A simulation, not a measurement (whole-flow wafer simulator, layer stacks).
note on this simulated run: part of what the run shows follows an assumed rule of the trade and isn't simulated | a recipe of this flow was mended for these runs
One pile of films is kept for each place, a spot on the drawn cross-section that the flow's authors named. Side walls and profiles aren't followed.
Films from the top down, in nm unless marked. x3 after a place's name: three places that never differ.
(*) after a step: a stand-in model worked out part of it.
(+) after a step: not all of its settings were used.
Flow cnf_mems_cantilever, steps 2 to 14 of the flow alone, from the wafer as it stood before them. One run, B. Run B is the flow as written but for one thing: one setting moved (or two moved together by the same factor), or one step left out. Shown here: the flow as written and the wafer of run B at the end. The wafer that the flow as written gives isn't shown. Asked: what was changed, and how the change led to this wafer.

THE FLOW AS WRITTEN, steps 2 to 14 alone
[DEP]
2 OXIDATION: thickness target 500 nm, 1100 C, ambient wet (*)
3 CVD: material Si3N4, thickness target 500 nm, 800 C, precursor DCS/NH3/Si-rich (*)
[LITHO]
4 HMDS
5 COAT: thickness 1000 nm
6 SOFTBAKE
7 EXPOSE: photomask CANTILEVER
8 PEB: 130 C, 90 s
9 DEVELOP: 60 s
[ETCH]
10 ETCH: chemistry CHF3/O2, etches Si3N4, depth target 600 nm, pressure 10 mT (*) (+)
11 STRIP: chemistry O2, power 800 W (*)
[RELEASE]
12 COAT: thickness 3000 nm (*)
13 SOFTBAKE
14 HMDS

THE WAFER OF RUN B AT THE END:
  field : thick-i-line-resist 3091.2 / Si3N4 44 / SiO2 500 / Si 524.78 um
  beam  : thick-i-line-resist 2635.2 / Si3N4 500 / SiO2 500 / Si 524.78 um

The cause: step 10, ETCH: depth target 456 nm was run, where the flow has depth target 600 nm.

How the change led to this, step by step:
  10 ETCH: chemistry CHF3/O2, etches Si3N4, depth target 600 nm, pressure 10 mT (*) (+)
      field: Si3N4 -456 (as written it would be: Si3N4 -500 (all of it), SiO2 -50)
      beam: KrF-resist -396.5 (as written it would be: KrF-resist -521.7)
  11 STRIP: chemistry O2, power 800 W (*)
      beam: KrF-resist -586.1 (all of it) (as written it would be: KrF-resist -460.9 (all of it))
  12 COAT: thickness 3000 nm (*)
      beam: thick-i-line-resist +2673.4 (new film) (as written it would be: thick-i-line-resist +2607.6 (new film))
  13 SOFTBAKE
      field: thick-i-line-resist +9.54 (as written it would be: thick-i-line-resist +11.9)
      beam: thick-i-line-resist -38.2 (as written it would be: thick-i-line-resist -47.6)
